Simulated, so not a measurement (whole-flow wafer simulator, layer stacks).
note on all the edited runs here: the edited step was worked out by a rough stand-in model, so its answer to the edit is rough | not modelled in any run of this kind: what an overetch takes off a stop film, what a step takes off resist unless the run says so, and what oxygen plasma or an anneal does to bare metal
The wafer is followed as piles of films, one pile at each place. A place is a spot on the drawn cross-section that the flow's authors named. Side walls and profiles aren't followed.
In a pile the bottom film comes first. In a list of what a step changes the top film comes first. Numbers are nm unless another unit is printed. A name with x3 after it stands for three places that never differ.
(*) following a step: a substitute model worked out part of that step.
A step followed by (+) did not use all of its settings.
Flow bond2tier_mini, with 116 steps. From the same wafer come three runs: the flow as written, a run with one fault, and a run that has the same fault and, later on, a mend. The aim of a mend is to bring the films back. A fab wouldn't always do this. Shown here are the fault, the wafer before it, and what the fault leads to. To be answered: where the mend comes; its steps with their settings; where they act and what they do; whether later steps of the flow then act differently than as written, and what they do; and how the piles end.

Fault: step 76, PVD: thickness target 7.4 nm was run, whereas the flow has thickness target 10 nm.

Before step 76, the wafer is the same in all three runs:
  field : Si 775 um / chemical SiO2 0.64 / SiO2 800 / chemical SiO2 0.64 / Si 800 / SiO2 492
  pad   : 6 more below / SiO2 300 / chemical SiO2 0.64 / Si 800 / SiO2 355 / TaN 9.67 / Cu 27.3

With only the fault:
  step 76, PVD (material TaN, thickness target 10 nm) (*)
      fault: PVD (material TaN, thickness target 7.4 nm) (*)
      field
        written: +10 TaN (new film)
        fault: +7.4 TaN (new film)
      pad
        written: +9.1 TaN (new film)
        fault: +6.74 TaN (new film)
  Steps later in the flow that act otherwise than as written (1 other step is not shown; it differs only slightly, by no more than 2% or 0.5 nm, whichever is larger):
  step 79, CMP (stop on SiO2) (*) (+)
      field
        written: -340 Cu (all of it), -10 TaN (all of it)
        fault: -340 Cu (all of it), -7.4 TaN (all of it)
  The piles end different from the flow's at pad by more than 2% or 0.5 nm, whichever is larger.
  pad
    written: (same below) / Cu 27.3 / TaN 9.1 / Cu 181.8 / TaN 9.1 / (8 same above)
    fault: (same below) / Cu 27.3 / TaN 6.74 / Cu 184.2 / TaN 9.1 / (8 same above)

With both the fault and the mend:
  The mend follows step 76.
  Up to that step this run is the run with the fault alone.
  step 76a, PVD (material TaN, thickness target 2.6 nm) (*) (the flow's step 76 again, with other settings)
      field
        +2.6 TaN
      pad
        +2.36 TaN
  Later steps of the flow that are run all act as written at every place that is followed.
  The piles end the same as the flow's at every place that both follow.
